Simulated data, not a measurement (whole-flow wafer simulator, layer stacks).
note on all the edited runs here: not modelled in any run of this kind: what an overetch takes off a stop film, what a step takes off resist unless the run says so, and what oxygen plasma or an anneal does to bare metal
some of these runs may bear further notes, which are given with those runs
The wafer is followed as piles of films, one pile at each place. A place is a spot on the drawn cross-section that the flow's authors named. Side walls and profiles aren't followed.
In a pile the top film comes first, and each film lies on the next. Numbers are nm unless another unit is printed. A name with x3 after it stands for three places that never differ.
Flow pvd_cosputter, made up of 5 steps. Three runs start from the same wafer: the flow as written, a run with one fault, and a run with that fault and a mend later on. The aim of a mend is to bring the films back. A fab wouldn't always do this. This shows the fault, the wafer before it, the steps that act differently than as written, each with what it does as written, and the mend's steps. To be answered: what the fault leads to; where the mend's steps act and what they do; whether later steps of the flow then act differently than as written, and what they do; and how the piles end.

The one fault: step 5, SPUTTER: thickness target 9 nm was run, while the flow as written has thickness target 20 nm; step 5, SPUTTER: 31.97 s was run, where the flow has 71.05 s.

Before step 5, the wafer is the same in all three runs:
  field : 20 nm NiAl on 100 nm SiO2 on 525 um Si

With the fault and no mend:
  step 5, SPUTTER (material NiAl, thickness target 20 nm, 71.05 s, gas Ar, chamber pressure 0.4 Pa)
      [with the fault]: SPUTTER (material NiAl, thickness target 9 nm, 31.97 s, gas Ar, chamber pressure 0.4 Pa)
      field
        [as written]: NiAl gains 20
        [with the fault]: NiAl gains 9
  None of the later steps of the flow acts differently than as written at any place that is followed.
  The piles end different from the flow's at field by more than 2% or 0.5 nm, whichever is larger.
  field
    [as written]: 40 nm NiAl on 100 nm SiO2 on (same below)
    [with the fault]: 29 nm NiAl on 100 nm SiO2 on (same below)

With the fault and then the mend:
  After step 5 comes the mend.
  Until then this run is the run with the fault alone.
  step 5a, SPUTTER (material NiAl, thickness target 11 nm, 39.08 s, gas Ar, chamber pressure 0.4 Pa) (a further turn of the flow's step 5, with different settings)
      field
        NiAl gains 11
  None of the later steps of the flow acts differently than as written at any place that is followed.
  By the end, the piles equal the flow's at every place that both follow.
